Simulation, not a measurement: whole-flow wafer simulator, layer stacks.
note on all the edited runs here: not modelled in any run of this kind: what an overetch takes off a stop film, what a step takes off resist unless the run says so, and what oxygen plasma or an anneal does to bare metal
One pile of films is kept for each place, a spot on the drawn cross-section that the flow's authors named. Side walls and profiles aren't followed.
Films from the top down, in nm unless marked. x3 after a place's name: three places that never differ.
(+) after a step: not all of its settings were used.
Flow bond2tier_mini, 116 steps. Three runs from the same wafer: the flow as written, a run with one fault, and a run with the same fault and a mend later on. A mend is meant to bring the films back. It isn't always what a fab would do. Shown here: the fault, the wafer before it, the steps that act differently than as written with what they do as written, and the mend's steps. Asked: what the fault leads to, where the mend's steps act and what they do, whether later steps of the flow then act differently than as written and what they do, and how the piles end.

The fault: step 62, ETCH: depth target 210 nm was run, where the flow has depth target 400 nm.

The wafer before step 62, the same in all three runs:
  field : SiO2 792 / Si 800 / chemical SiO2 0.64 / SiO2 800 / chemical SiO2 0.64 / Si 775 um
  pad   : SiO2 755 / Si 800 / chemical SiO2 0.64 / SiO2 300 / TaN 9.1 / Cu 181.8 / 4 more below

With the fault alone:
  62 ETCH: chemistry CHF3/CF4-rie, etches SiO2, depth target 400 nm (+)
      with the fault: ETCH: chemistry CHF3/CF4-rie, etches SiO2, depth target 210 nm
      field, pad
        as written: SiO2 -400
        with the fault: SiO2 -210
  No later step of the flow acts differently than as written at any place that is followed.
  At the end the piles differ from the flow's by more than 2% or 0.5 nm, whichever is larger, at field, pad.
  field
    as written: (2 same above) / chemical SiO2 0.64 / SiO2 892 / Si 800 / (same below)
    with the fault: (2 same above) / chemical SiO2 0.64 / SiO2 1082 / Si 800 / (same below)
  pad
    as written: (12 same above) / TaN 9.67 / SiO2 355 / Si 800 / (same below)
    with the fault: (12 same above) / TaN 9.67 / SiO2 545 / Si 800 / (same below)

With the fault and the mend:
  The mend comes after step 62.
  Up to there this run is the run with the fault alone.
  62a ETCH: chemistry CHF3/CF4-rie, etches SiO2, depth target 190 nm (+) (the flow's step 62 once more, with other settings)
      field, pad
        SiO2 -190
  No later step of the flow acts differently than as written at any place that is followed.
  At the end the piles are the same as the flow's at every place that both follow.
